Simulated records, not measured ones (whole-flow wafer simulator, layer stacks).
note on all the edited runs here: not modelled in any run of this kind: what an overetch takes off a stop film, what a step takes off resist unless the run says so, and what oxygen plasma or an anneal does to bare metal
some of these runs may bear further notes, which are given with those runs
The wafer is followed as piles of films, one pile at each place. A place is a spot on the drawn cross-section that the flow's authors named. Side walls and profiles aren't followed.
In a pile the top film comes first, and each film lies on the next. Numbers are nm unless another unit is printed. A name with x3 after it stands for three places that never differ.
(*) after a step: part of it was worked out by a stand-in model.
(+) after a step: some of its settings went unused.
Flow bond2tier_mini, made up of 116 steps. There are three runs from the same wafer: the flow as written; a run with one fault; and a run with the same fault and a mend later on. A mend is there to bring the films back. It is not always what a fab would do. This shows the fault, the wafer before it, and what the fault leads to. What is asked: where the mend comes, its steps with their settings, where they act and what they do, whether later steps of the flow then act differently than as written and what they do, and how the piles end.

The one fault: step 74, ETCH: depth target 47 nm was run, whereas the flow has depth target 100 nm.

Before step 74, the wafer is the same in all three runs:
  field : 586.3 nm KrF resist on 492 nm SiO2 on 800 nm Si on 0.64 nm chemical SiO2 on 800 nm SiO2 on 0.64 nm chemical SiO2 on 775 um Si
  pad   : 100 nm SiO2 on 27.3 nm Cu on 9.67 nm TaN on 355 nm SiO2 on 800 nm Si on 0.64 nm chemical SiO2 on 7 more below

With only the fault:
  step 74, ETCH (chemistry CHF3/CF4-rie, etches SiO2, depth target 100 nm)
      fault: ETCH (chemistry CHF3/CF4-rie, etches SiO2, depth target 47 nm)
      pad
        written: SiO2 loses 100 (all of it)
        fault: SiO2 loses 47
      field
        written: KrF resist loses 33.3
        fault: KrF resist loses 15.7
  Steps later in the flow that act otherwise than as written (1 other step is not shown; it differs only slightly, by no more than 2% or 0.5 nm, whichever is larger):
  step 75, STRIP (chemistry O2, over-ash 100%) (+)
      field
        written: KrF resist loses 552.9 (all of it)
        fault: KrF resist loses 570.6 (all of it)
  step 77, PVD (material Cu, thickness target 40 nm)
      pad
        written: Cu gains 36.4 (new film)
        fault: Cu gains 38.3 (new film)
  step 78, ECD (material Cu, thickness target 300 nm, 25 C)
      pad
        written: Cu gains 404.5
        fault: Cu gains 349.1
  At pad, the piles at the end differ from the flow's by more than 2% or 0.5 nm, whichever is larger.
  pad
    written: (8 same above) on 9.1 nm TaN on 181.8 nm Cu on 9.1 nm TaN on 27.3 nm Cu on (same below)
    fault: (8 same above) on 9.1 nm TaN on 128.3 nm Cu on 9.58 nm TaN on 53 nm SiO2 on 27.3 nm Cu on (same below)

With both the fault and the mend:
  The mend stands after step 75.
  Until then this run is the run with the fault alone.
  step 75a, COAT (KrF resist, thickness 600 nm) (*) (the flow's step 69, run once more)
      field
        KrF resist gains 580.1 (new film)
      pad
        KrF resist gains 620.8 (new film)
  step 75b, SOFTBAKE (KrF resist) (the flow's step 70, run once more)
      leaves every film unchanged at each place that is followed
  step 75c, EXPOSE (photomask T2PAD, NA 0.6) (the flow's step 71, run once more)
      leaves every film unchanged at each place that is followed
  step 75d, PEB (KrF resist) (the flow's step 72, run once more)
      leaves every film unchanged at each place that is followed
  step 75e, DEVELOP (developer TMAH-0.26N, 60 s) (the flow's step 73, run once more)
      field
        KrF resist loses 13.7
      pad
        KrF resist loses 620.8 (all of it)
  step 75f, ETCH (chemistry CHF3/CF4-rie, etches SiO2, depth target 53 nm) (the flow's step 74, run once more with other settings)
      field
        KrF resist loses 17.7
      pad
        SiO2 loses 53 (all of it)
  step 75g, STRIP (chemistry O2, over-ash 100%) (+) (the flow's step 75, run once more)
      field
        KrF resist loses 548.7 (all of it)
  None of the later steps of the flow acts differently than as written at any place that is followed.
  The piles end the same as the flow's at every place that both follow.
